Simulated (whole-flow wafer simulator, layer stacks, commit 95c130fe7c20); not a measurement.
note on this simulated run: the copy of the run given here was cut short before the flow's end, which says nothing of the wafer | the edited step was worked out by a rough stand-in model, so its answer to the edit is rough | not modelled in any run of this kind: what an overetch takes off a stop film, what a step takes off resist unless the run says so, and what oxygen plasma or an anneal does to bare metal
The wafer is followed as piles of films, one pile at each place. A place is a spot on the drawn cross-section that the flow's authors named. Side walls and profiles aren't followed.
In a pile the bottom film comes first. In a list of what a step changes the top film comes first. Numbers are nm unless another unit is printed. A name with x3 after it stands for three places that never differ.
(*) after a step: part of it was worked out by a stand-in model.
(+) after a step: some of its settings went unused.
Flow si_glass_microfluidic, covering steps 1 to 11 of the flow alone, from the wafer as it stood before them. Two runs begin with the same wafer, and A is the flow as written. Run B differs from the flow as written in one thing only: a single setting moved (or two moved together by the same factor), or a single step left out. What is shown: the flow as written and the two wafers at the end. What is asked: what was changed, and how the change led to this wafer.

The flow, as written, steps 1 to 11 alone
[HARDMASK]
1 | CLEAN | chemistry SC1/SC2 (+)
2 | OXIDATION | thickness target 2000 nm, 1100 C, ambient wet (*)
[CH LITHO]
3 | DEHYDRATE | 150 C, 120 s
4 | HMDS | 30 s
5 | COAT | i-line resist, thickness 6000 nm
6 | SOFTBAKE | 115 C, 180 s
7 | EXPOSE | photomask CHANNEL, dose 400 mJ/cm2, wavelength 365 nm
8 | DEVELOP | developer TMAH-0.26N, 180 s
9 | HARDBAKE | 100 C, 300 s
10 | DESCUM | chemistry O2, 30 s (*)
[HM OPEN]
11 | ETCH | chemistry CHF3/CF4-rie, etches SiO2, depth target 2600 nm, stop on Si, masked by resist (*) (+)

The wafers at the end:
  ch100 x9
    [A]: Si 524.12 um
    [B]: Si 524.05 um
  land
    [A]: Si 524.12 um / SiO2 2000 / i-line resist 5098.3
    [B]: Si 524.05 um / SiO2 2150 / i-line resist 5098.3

What caused this: step 2, OXIDATION: thickness target 2150 nm was run, whereas the flow has thickness target 2000 nm.
The wafer lets one read it off: land has SiO2 2150, and step 2 as written asks for 2000 nm.

How this came from the change, step by step:
  2 | OXIDATION | thickness target 2000 nm, 1100 C, ambient wet (*)
      land, ch100 x9: A SiO2 gains 2000 (new film), chemical SiO2 loses 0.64 (all of it), Si loses 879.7 | B SiO2 gains 2150 (new film), chemical SiO2 loses 0.64 (all of it), Si loses 945.7
  11 | ETCH | chemistry CHF3/CF4-rie, etches SiO2, depth target 2600 nm, stop on Si, masked by resist (*) (+)
      ch100 x9: A SiO2 loses 2000 (all of it) | B SiO2 loses 2150 (all of it)
